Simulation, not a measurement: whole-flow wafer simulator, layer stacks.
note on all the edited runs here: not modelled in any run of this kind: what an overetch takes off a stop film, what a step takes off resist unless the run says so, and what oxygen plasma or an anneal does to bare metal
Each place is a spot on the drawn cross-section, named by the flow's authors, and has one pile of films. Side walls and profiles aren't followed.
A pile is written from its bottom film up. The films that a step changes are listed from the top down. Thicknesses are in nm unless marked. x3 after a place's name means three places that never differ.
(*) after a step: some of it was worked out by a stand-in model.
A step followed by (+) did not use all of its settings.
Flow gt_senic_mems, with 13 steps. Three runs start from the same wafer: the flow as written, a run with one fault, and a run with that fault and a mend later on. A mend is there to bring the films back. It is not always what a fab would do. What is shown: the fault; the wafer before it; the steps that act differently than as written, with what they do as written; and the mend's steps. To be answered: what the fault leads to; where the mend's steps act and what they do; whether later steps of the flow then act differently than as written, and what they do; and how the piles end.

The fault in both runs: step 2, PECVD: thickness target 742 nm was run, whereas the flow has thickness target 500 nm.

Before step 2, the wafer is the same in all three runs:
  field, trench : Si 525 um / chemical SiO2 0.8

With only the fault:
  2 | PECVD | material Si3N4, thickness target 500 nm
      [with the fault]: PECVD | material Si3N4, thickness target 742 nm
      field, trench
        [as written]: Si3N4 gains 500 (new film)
        [with the fault]: Si3N4 gains 742 (new film)
  Steps later in the flow that act otherwise than as written (2 other steps are not shown; they differ only slightly, by no more than 2% or 0.5 nm, whichever is larger):
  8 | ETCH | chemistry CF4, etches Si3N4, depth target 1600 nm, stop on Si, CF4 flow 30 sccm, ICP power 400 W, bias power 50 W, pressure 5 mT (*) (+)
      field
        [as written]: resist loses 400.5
        [with the fault]: resist loses 561.9
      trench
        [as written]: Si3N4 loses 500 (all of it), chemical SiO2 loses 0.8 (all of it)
        [with the fault]: Si3N4 loses 742 (all of it), chemical SiO2 loses 0.8 (all of it)
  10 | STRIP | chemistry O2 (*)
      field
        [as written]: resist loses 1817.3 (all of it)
        [with the fault]: resist loses 1656 (all of it)
  At field, the piles at the end differ from the flow's by more than 2% or 0.5 nm, whichever is larger.
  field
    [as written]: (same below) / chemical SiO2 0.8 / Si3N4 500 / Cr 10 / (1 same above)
    [with the fault]: (same below) / chemical SiO2 0.8 / Si3N4 742 / Cr 10 / (1 same above)

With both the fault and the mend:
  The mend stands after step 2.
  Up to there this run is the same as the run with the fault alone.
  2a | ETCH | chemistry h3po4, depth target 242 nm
      field, trench
        Si3N4 loses 242
  None of the later steps of the flow acts differently than as written at any place that is followed.
  The piles end the same as the flow's at every place that both follow.
